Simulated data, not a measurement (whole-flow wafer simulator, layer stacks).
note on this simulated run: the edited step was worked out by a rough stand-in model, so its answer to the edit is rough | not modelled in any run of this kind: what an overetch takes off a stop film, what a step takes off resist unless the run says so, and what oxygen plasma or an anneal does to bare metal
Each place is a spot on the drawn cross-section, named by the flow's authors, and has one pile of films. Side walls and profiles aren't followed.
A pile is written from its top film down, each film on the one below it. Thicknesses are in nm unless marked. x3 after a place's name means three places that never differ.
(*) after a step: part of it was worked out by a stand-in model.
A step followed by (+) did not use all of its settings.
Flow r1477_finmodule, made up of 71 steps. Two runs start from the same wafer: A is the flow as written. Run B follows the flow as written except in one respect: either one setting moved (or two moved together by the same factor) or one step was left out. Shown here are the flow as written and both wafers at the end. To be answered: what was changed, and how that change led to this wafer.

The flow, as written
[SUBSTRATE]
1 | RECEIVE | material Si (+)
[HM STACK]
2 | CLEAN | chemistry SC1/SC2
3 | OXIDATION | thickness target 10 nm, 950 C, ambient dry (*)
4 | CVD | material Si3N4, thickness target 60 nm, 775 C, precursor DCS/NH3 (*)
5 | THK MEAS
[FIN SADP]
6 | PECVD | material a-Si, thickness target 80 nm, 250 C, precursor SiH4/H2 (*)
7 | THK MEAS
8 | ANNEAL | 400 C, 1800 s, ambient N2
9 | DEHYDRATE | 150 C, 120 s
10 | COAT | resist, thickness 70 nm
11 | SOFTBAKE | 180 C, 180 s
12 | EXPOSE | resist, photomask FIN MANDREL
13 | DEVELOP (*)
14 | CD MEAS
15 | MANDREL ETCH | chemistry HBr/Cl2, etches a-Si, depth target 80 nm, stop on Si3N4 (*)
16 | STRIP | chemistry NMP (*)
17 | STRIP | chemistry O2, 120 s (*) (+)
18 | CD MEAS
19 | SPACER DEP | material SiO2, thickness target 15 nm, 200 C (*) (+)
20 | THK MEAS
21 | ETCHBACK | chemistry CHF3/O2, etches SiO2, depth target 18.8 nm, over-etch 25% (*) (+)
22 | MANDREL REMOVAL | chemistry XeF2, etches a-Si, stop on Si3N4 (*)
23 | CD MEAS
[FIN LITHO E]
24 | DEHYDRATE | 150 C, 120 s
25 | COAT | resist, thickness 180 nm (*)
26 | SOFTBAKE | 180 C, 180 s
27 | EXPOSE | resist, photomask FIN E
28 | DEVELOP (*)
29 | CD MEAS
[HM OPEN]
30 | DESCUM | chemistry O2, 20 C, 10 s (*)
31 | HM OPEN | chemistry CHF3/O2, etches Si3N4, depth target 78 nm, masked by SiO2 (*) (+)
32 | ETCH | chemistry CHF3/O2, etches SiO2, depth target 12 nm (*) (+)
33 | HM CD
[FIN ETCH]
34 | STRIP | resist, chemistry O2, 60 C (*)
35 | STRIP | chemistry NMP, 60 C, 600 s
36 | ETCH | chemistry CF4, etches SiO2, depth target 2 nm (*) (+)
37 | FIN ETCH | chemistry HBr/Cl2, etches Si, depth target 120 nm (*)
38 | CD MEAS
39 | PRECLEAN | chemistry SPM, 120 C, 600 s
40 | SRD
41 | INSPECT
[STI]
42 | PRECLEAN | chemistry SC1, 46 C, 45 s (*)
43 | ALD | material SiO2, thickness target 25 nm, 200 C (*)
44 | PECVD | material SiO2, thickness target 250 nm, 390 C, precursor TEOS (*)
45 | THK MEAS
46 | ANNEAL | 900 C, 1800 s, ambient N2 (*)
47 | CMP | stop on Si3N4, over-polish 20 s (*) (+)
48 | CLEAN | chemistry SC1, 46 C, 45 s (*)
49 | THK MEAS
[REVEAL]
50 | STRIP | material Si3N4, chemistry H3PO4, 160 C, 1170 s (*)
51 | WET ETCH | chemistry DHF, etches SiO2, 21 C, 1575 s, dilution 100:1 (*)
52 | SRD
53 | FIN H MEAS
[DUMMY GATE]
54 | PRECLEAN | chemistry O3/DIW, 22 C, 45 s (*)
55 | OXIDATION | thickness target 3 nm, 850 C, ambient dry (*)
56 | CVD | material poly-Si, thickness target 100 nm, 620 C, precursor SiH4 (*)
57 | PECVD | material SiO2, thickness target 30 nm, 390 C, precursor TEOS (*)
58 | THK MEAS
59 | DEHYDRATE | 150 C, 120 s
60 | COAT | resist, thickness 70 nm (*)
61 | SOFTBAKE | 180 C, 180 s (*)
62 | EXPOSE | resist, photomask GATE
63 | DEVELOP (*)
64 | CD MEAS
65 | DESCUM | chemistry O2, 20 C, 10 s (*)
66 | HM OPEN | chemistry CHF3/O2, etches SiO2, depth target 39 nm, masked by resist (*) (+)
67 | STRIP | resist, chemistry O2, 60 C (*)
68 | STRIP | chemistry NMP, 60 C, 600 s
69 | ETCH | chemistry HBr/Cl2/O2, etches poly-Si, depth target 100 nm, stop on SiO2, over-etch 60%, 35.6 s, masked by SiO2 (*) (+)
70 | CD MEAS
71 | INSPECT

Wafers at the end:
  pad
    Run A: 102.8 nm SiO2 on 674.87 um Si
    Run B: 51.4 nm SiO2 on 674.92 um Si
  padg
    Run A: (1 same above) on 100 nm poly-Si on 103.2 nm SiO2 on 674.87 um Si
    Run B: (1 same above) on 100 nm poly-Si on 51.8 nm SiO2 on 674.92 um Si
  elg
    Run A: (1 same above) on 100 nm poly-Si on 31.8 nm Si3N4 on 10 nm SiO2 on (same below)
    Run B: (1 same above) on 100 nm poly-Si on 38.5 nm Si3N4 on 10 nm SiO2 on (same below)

What caused this: step 37, FIN ETCH: depth target 68.4 nm was run, though the flow has depth target 120 nm.

How this came from the change, step by step:
  37 | FIN ETCH | chemistry HBr/Cl2, etches Si, depth target 120 nm (*)
      pad, padg, esg and 19 more: A -120 Si | B -68.4 Si
      elg, e40lg, e100lg, e200lg, elo, e40lo, e100lo, e200lo: A -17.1 Si3N4 | B -9.77 Si3N4
      (as well as at 6 more places)
  43 | ALD | material SiO2, thickness target 25 nm, 200 C (*)
      s40cg, s45cg, s50cg, s40co, s45co, s50co: A +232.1 SiO2 (new film) | B +184.5 SiO2 (new film)
      esg: A +194.3 SiO2 (new film) | B +150 SiO2 (new film)
  47 | CMP | stop on Si3N4, over-polish 20 s (*) (+)
      pad, padg, e40sg and 11 more: A -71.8 SiO2 | B -123.4 SiO2
      elg, esg, e40lg and 6 more: A -241.6 SiO2 | B -249 SiO2
      (as well as at 1 more place)
  51 | WET ETCH | chemistry DHF, etches SiO2, 21 C, 1575 s, dilution 100:1 (*)
      elg, e40lg, e100lg, e200lg, elo, e40lo, e100lo, e200lo: A -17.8 SiO2 (all of it), -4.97 Si3N4 | B -10.5 SiO2 (all of it), -5.57 Si3N4
  56 | CVD | material poly-Si, thickness target 100 nm, 620 C, precursor SiH4 (*)
      esg: A +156 poly-Si (new film) | B +162.7 poly-Si (new film)
  60 | COAT | resist, thickness 70 nm (*)
      e40sg, eso, e40so: A +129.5 resist (new film) | B +135.8 resist (new film)
      e100sg, e100so: A +129.4 resist (new film) | B +135.8 resist (new film)
      (as well as at 2 more places)
  63 | DEVELOP (*)
      eso, e40so: A -129.5 resist (all of it) | B -135.8 resist (all of it)
      e100so: A -129.4 resist (all of it) | B -135.8 resist (all of it)
      (as well as at 1 more place)
  67 | STRIP | resist, chemistry O2, 60 C (*)
      e40sg: A -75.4 resist (all of it) | B -81.7 resist (all of it)
      e100sg: A -75.3 resist (all of it) | B -81.7 resist (all of it)
      (as well as at 1 more place)
